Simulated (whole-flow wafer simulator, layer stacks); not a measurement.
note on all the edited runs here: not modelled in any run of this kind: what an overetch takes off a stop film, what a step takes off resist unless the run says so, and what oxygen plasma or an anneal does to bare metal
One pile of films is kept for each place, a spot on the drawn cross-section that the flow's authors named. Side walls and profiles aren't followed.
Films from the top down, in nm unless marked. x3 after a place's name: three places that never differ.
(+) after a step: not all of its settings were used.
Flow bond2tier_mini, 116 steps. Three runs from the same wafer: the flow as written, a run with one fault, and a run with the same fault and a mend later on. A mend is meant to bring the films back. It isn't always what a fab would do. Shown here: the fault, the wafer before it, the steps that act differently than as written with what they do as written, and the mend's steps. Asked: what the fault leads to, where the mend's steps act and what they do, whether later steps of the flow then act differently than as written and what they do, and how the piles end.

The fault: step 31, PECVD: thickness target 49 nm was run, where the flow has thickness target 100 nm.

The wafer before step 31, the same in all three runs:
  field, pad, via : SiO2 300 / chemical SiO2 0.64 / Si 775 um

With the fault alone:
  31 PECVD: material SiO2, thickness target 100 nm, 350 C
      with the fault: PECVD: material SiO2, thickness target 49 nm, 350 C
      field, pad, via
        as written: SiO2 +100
        with the fault: SiO2 +49
  No later step of the flow acts differently than as written at any place that is followed.
  At the end the piles differ from the flow's by more than 2% or 0.5 nm, whichever is larger, at field, pad.
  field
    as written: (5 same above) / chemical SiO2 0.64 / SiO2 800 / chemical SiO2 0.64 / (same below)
    with the fault: (5 same above) / chemical SiO2 0.64 / SiO2 749 / chemical SiO2 0.64 / (same below)
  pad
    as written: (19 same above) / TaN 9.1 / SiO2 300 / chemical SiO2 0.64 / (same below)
    with the fault: (19 same above) / TaN 9.1 / SiO2 249 / chemical SiO2 0.64 / (same below)

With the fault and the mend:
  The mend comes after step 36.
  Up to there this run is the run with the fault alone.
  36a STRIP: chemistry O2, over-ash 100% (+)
      field
        KrF resist -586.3 (all of it)
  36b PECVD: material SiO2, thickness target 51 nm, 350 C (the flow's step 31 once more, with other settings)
      field, pad, via
        SiO2 +51
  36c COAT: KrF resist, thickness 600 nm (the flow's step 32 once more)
      field, pad, via
        KrF resist +600 (new film)
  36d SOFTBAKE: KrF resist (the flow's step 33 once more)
      changes no film at any place that is followed
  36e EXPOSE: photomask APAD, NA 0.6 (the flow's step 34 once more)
      changes no film at any place that is followed
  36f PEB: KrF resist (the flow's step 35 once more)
      changes no film at any place that is followed
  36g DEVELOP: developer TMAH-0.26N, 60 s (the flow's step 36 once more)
      pad, via
        KrF resist -600 (all of it)
      field
        KrF resist -13.7
  No later step of the flow acts differently than as written at any place that is followed.
  At the end the piles are the same as the flow's at every place that both follow.
